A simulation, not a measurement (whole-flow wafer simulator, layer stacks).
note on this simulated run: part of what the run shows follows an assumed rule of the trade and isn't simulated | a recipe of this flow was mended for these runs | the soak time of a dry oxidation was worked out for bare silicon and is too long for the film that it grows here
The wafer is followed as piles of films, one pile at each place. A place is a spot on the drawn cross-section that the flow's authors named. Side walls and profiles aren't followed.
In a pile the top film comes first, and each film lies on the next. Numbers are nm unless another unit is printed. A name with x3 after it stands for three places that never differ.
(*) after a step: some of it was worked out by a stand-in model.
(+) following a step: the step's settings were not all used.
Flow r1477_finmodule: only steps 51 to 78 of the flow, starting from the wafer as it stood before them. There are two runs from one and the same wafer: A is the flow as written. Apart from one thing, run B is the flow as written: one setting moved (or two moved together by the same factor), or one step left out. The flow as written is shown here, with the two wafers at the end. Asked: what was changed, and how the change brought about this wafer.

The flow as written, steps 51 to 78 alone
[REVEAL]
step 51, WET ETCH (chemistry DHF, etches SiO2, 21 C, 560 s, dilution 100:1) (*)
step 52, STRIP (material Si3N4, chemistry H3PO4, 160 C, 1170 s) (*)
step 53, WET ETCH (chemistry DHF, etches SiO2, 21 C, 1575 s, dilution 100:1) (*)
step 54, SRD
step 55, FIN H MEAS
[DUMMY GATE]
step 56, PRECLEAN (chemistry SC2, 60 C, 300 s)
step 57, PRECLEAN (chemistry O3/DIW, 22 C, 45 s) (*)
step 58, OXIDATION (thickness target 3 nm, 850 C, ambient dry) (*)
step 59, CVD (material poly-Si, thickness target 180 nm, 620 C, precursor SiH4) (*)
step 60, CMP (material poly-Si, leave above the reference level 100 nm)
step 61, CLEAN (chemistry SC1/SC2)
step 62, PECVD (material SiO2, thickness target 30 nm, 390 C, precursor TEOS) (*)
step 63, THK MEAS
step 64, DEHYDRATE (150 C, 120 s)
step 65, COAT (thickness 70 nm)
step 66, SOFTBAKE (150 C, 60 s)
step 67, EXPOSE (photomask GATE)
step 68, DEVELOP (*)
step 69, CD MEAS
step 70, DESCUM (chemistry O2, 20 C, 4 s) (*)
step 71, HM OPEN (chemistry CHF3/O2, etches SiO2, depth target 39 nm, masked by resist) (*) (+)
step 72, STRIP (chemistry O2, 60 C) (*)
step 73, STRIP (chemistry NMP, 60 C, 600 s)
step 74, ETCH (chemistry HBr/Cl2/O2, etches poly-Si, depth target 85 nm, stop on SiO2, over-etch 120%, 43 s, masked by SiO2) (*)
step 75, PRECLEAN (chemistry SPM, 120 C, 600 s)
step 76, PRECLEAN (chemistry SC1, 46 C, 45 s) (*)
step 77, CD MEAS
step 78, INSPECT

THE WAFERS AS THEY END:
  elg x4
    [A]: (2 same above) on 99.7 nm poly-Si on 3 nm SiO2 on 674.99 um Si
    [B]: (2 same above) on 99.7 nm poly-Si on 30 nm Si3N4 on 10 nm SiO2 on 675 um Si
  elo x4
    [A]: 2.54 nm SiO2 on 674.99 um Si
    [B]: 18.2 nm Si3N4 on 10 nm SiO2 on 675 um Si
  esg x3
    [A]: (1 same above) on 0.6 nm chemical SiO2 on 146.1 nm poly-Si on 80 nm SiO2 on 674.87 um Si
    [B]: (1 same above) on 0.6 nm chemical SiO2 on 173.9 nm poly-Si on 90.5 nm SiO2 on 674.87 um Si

What caused this: step 51, WET ETCH: 350 s was run, though the flow has 560 s.

The path from the change to this, step by step:
  step 51, WET ETCH (chemistry DHF, etches SiO2, 21 C, 560 s, dilution 100:1) (*)
      elg x4, elo x4: A SiO2 loses 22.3 (all of it), Si3N4 loses 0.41 | B SiO2 loses 17.6
      esg x3, e200sg, s40cg x3, s40sg x3, eso x3, e200so, s40co x3, s40so x3: A SiO2 loses 28.1 | B SiO2 loses 17.6
      (also at 8 further places)
  step 52, STRIP (material Si3N4, chemistry H3PO4, 160 C, 1170 s) (*)
      elg x4, elo x4: A Si3N4 loses 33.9 (all of it), SiO2 loses 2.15 | B SiO2 loses 4.28
  step 53, WET ETCH (chemistry DHF, etches SiO2, 21 C, 1575 s, dilution 100:1) (*)
      elg x4, elo x4: A SiO2 loses 7.85 (all of it) | B SiO2 loses 0.44 (all of it), Si3N4 loses 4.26
  step 57, PRECLEAN (chemistry O3/DIW, 22 C, 45 s) (*)
      elg x4, elo x4: A chemical SiO2 gains 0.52, Si loses 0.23 | B nothing
  step 58, OXIDATION (thickness target 3 nm, 850 C, ambient dry) (*)
      elg x4, elo x4: A SiO2 gains 3 (new film), chemical SiO2 loses 0.85 (all of it), Si loses 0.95 | B nothing
  step 59, CVD (material poly-Si, thickness target 180 nm, 620 C, precursor SiH4) (*)
      s40cg x3, s40sg x3, s40co x3, s40so x3: A poly-Si gains 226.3 (new film) | B poly-Si gains 215.8 (new film)
      esg x3, eso x3: A poly-Si gains 226.3 (new film) | B poly-Si gains 254.1 (new film)
      (also at 2 further places)
  step 60, CMP (material poly-Si, leave above the reference level 100 nm)
      pad, padg: A poly-Si loses 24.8 | B nothing
      s40cg x3, s40sg x3, s40sg_line x3, s40co x3, s40so x3, s40so_line x3: A poly-Si loses 80 | B poly-Si loses 41.7
      (also at 2 further places)
  step 74, ETCH (chemistry HBr/Cl2/O2, etches poly-Si, depth target 85 nm, stop on SiO2, over-etch 120%, 43 s, masked by SiO2) (*)
      elo x4: A chemical SiO2 loses 1.12 (all of it), poly-Si loses 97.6 (all of it), SiO2 loses 0.45 | B chemical SiO2 loses 1.12 (all of it), poly-Si loses 97.6 (all of it), Si3N4 loses 11.8
      eso x3, e200so, s40co x3, s40so x3: A chemical SiO2 loses 1.12 (all of it), poly-Si loses 143.9 (all of it), SiO2 loses 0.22 | B chemical SiO2 loses 1.12 (all of it), poly-Si loses 171.7 (all of it), SiO2 loses 0.08
      (also at 4 further places)
